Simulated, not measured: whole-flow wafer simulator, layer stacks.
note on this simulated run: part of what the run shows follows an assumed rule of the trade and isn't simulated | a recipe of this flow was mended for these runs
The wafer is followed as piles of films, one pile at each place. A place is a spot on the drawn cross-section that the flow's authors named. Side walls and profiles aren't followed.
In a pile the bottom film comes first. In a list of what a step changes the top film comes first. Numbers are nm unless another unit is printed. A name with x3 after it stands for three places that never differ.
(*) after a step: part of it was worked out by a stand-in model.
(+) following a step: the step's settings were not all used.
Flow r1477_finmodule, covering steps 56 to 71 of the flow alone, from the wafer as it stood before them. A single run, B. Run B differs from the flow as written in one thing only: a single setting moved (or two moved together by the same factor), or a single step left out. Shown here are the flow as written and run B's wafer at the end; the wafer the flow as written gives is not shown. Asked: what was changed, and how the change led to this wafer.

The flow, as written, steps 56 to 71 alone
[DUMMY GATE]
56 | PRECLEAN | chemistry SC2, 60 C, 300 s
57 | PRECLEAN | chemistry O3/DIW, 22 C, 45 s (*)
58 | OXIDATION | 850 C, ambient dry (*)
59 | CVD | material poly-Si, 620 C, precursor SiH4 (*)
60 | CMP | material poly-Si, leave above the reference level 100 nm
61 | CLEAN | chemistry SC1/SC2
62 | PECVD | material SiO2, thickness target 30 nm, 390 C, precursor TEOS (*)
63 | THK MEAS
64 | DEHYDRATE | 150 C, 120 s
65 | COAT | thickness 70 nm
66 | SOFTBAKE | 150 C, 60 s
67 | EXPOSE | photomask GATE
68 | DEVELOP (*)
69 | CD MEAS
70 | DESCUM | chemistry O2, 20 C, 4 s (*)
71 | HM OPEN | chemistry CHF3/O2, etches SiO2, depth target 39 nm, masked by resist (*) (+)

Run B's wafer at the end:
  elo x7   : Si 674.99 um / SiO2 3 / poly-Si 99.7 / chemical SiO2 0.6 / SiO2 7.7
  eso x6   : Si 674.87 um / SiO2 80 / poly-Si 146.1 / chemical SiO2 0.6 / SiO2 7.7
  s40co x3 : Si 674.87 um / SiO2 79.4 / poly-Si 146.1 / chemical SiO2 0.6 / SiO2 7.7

What caused this: step 71, HM OPEN: depth target 22.3 nm was run, whereas the flow has depth target 39 nm.

Step by step, how the change led to this:
  71 | HM OPEN | chemistry CHF3/O2, etches SiO2, depth target 39 nm, masked by resist (*) (+)
      pad, elo x7, eso x6, e200so, s40co x3: -22.3 SiO2 (it would be, as written: -30 SiO2 (all of it), -0.6 chemical SiO2 (all of it), -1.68 poly-Si)
      padg, elg x7, esg x6, e200sg, s40cg x3: -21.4 e-beam-resist (it would be, as written: -37.4 e-beam-resist)
